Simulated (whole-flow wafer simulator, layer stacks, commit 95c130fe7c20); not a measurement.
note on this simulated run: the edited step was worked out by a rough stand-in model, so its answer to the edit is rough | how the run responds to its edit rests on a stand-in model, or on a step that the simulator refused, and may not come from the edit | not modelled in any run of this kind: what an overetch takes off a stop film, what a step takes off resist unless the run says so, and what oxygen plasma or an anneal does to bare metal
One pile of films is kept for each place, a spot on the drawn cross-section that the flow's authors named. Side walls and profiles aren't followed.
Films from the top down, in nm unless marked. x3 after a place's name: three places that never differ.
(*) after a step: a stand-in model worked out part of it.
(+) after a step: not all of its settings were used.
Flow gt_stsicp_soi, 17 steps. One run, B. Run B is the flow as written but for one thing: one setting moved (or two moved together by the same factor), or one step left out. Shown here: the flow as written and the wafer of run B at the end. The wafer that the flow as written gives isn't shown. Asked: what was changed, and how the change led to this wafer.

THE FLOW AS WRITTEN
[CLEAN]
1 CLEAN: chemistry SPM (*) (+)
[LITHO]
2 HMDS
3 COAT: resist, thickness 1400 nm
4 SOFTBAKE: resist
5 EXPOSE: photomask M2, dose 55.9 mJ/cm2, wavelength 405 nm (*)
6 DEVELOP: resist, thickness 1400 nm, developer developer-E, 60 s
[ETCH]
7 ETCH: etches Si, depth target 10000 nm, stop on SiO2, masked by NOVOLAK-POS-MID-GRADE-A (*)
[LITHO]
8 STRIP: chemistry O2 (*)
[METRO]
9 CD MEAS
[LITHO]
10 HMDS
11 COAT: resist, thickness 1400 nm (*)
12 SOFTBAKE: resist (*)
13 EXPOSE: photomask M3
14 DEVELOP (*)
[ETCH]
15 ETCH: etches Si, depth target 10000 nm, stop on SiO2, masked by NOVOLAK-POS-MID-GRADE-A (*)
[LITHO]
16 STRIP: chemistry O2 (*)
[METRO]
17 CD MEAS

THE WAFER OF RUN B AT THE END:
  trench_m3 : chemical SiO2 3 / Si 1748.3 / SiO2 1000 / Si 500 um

The cause: step 15, ETCH: depth target 8250 nm was run, where the flow has depth target 10000 nm.

How the change led to this, step by step:
  15 ETCH: etches Si, depth target 10000 nm, stop on SiO2, masked by NOVOLAK-POS-MID-GRADE-A (*)
      trench_m3: chemical SiO2 -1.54 (all of it), Si -8250 (as written it would be: chemical SiO2 -1.54 (all of it), Si -9999.6 (all of it))
      field, trench_m2: resist -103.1 (as written it would be: resist -125)
  16 STRIP: chemistry O2 (*)
      trench_m3: chemical SiO2 +3 (new film), Si -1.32 (as written it would be: nothing)
